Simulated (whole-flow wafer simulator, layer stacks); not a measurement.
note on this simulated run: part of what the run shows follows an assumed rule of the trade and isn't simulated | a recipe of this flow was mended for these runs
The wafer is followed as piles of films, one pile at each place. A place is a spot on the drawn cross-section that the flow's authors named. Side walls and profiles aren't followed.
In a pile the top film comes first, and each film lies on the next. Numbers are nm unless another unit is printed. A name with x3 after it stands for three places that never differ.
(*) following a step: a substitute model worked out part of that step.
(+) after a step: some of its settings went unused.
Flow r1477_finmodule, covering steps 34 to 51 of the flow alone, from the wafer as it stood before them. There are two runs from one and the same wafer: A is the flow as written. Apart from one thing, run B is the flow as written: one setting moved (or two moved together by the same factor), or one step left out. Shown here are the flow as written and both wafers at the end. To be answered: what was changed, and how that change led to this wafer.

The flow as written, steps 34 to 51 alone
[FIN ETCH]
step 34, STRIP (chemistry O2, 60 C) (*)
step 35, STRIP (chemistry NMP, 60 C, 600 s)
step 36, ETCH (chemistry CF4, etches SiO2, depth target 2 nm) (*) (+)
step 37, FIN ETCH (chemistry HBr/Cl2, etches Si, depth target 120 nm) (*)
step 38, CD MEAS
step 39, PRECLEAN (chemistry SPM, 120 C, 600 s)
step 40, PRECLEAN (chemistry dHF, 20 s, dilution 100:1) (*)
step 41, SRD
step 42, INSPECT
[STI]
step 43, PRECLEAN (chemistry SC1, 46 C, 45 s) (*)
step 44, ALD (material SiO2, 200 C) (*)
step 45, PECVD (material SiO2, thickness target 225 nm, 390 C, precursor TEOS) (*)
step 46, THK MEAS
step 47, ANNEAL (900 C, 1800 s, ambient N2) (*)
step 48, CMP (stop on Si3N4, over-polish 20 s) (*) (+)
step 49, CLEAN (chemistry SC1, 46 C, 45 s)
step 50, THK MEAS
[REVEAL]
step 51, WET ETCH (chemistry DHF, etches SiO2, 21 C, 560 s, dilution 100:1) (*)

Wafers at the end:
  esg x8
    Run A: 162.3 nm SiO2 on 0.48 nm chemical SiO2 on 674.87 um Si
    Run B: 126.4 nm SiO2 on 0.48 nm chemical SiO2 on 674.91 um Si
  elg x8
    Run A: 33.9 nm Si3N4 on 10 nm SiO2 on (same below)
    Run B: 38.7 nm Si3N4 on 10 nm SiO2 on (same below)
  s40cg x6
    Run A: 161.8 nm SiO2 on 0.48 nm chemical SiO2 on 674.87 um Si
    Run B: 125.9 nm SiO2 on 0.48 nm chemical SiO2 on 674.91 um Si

Cause: step 37, FIN ETCH: depth target 84.1 nm was run, while the flow as written has depth target 120 nm.

The path from the change to this, step by step:
  step 37, FIN ETCH (chemistry HBr/Cl2, etches Si, depth target 120 nm) (*)
      pad x2, esg x8, s40cg x6, s40sg x6: A Si loses 120 | B Si loses 84.1
      elg x8: A Si3N4 loses 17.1 | B Si3N4 loses 12
      (and at 6 other places as well)
  step 44, ALD (material SiO2, 200 C) (*)
      esg x8: A SiO2 gains 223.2 (new film) | B SiO2 gains 192.4 (new film)
      s40cg x6: A SiO2 gains 263.2 (new film) | B SiO2 gains 230 (new film)
      (and at 6 other places as well)
  step 48, CMP (stop on Si3N4, over-polish 20 s) (*) (+)
      elg x8, esg x8: A SiO2 loses 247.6 | B SiO2 loses 252.7
      pad x2: A SiO2 loses 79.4 | B SiO2 loses 115.3
  step 51, WET ETCH (chemistry DHF, etches SiO2, 21 C, 560 s, dilution 100:1) (*)
      elg x8: A SiO2 loses 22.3 (all of it), Si3N4 loses 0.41 | B SiO2 loses 17.2 (all of it), Si3N4 loses 0.67
